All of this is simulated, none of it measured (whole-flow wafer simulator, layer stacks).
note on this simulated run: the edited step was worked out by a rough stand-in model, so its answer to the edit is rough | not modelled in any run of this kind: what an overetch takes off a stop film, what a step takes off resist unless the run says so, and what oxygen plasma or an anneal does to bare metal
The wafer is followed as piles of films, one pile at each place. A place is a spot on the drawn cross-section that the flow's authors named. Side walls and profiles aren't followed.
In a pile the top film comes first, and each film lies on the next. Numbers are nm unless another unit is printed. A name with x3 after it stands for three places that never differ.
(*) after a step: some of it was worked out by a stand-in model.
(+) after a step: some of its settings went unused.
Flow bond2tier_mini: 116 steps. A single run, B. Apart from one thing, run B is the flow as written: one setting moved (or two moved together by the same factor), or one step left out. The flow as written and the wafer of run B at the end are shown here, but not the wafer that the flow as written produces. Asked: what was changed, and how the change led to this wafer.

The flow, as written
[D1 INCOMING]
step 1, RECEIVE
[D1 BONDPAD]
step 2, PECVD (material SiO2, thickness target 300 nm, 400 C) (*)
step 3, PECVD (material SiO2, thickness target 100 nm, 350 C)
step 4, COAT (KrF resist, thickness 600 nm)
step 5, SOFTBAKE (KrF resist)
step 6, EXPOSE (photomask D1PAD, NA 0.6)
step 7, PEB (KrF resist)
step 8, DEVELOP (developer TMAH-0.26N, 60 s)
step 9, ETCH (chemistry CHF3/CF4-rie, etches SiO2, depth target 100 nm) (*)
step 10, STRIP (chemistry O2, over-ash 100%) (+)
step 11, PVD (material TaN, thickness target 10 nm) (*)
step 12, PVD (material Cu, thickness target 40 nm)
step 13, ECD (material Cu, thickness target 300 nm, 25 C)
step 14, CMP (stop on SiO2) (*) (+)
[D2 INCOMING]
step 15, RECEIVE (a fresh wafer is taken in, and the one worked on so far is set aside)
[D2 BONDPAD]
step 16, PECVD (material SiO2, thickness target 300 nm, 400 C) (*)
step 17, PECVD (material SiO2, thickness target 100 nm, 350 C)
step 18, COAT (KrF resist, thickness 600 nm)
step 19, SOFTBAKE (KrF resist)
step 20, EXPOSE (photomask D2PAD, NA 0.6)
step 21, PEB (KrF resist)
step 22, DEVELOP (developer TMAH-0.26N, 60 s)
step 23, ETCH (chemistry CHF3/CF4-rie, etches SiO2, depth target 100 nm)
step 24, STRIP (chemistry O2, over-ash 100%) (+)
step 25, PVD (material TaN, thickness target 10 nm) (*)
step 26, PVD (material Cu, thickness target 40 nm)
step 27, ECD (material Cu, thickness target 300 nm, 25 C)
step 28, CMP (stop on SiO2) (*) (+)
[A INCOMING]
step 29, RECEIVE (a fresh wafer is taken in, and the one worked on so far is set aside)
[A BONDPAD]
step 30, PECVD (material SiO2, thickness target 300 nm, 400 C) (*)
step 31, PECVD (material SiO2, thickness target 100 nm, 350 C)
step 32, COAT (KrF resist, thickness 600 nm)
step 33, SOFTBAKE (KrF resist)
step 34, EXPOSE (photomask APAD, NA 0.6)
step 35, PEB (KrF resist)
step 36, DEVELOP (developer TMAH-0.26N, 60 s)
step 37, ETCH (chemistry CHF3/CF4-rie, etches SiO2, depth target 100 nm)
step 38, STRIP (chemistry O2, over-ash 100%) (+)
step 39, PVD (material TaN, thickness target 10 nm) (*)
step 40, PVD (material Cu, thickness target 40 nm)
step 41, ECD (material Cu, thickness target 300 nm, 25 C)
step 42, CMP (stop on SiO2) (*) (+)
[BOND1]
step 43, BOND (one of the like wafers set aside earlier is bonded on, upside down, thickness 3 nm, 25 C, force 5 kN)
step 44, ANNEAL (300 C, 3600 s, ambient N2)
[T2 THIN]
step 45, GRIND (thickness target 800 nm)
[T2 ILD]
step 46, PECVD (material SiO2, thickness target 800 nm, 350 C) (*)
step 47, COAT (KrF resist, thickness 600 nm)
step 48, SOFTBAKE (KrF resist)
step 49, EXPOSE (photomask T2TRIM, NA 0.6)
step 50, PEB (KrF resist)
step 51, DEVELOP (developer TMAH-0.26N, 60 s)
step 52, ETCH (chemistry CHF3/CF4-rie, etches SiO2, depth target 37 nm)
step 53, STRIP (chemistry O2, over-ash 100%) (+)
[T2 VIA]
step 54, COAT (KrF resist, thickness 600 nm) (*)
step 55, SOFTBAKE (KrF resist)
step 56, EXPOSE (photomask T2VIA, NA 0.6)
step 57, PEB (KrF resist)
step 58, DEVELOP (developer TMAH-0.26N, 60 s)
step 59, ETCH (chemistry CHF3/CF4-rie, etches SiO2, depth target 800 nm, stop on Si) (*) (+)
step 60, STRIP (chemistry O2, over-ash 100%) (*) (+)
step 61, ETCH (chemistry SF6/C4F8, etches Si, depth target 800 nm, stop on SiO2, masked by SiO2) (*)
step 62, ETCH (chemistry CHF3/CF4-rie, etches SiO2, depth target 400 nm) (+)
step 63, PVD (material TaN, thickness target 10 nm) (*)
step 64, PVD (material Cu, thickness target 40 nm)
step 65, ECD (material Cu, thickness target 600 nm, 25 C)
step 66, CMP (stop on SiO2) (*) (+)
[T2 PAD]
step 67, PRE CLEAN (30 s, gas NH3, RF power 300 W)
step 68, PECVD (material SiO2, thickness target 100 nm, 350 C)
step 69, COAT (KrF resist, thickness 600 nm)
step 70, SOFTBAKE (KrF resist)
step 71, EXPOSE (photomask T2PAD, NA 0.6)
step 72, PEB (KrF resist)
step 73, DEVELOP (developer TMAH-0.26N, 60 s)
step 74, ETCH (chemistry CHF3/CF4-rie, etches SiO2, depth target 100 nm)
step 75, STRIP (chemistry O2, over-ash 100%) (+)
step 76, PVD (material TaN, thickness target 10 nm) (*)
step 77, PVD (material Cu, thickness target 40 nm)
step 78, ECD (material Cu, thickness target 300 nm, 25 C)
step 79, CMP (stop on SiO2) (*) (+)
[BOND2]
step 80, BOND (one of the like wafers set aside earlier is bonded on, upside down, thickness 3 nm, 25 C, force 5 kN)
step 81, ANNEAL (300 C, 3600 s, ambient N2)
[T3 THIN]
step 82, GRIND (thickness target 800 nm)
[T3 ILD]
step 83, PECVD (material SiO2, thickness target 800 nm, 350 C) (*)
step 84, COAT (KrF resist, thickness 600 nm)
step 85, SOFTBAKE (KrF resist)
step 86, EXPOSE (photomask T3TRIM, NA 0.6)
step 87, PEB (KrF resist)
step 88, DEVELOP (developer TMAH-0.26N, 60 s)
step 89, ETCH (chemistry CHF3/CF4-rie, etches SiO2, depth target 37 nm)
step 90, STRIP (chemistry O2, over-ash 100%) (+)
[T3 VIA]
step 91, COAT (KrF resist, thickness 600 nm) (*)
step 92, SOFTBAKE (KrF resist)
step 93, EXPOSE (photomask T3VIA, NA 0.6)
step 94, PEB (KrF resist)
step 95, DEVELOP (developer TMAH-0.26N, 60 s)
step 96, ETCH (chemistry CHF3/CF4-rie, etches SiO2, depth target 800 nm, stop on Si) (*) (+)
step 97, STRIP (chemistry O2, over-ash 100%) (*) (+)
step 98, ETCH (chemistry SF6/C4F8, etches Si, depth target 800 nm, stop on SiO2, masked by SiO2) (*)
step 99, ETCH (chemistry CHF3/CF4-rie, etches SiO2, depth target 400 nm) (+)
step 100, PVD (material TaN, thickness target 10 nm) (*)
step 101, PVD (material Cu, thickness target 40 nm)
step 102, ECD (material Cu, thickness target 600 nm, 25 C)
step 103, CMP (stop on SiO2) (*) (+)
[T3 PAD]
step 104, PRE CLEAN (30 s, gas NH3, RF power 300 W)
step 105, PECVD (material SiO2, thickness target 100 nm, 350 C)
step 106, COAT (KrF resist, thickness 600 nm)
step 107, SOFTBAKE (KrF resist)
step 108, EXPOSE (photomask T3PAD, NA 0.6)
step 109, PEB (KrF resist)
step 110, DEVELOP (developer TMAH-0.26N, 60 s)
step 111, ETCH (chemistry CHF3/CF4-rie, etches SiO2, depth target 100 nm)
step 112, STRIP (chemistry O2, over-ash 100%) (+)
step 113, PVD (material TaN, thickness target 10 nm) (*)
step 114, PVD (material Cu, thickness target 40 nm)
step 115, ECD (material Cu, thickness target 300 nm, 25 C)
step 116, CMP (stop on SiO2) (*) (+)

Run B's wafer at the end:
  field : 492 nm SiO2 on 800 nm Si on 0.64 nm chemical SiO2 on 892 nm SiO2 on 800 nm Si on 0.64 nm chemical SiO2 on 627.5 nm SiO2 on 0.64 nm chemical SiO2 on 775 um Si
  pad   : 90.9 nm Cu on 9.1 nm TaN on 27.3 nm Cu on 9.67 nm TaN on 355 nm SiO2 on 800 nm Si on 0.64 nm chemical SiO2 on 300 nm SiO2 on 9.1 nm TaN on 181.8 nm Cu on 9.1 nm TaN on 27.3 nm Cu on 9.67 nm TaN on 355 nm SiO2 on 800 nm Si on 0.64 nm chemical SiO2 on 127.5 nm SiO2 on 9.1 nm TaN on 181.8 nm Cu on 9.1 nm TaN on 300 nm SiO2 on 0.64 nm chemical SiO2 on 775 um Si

The reason: step 2, PECVD: thickness target 127.5 nm was run, while the flow as written has thickness target 300 nm.
The wafer itself shows it: pad has SiO2 127.5, and step 2 as written asks for 300 nm.

The path from the change to this, step by step:
  step 2, PECVD (material SiO2, thickness target 300 nm, 400 C) (*)
      field, pad, via: SiO2 gains 127.5 (new film) (as written it would have been: SiO2 gains 300 (new film))
  step 43, BOND (one of the like wafers set aside earlier is bonded on, upside down, thickness 3 nm, 25 C, force 5 kN)
      field: Si gains 775 um (new film), chemical SiO2 gains 0.64 (new film), SiO2 gains 227.5 (as written it would have been: Si gains 775 um (new film), chemical SiO2 gains 0.64 (new film), SiO2 gains 400)
      pad: Si gains 775 um (new film), chemical SiO2 gains 0.64 (new film), SiO2 gains 127.5 (new film), TaN gains 9.1 (new film), Cu gains 90.9 (as written it would have been: Si gains 775 um (new film), chemical SiO2 gains 0.64 (new film), SiO2 gains 300 (new film), TaN gains 9.1 (new film), Cu gains 90.9)
      (as well as at 1 more place)
